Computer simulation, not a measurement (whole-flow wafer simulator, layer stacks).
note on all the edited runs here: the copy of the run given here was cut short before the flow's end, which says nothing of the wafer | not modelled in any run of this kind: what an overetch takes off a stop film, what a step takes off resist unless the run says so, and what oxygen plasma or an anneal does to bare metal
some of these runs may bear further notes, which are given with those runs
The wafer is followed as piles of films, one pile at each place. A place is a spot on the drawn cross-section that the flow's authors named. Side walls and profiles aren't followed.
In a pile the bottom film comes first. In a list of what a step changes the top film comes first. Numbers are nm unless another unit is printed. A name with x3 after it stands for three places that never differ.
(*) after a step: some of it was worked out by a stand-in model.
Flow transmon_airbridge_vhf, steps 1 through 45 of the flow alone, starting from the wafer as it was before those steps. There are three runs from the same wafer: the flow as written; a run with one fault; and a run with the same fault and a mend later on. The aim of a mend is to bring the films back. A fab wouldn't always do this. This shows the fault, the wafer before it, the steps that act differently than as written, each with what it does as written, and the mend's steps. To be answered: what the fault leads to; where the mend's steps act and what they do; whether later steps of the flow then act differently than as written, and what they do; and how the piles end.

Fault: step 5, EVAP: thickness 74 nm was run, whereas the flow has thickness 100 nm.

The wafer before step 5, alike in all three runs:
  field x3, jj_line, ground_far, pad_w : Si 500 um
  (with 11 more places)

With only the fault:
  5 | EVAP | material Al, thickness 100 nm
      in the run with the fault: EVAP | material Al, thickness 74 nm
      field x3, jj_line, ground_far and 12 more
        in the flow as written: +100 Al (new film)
        in the run with the fault: +74 Al (new film)
  Steps further on in the flow that do not act as written (19 other steps are not shown; they differ only slightly, by no more than 2% or 0.5 nm, whichever is larger):
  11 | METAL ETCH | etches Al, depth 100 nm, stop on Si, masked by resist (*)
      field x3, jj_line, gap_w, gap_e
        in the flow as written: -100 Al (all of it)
        in the run with the fault: -74 Al (all of it)
  The piles end different from the flow's at ground_far, pad_w, flank_w and 8 more by more than 2% or 0.5 nm, whichever is larger.
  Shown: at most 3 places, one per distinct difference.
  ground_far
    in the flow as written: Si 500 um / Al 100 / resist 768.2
    in the run with the fault: Si 500 um / Al 74 / resist 768.2
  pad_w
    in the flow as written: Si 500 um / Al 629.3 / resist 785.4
    in the run with the fault: Si 500 um / Al 603.3 / resist 786.5
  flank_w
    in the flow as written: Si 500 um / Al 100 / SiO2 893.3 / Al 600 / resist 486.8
    in the run with the fault: Si 500 um / Al 74 / SiO2 893.2 / Al 600 / resist 492

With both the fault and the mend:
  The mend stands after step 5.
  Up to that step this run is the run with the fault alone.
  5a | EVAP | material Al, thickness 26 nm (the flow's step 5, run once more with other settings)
      field x3, jj_line, ground_far and 12 more
        +26 Al
  None of the later steps of the flow acts differently than as written at any place that is followed.
  The piles end the same as the flow's at every place that both follow.
